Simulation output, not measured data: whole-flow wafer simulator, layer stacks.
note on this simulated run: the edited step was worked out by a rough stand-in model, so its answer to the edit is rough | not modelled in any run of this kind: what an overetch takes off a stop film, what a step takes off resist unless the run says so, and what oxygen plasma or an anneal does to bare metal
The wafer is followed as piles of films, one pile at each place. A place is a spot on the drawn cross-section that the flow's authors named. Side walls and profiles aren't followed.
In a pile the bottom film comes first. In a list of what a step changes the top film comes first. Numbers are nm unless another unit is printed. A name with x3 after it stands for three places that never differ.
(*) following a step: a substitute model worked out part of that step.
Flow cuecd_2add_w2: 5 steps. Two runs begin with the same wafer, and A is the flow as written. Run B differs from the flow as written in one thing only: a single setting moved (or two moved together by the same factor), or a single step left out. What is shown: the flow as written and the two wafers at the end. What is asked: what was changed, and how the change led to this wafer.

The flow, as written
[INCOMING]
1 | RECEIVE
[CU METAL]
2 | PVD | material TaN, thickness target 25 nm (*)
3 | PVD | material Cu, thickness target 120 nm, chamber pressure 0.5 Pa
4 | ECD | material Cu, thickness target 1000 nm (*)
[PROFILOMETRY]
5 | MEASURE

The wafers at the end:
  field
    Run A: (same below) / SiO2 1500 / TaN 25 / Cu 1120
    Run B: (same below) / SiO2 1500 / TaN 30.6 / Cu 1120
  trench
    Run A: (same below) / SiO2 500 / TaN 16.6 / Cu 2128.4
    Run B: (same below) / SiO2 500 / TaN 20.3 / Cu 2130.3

Cause: step 2, PVD: thickness target 30.6 nm was run, though the flow has thickness target 25 nm.
The wafer itself shows it: field has TaN 30.6, and step 2 as written asks for 25 nm.

Step by step, how the change led to this:
  2 | PVD | material TaN, thickness target 25 nm (*)
      field: A +25 TaN (new film) | B +30.6 TaN (new film)
      trench: A +16.6 TaN (new film) | B +20.3 TaN (new film)
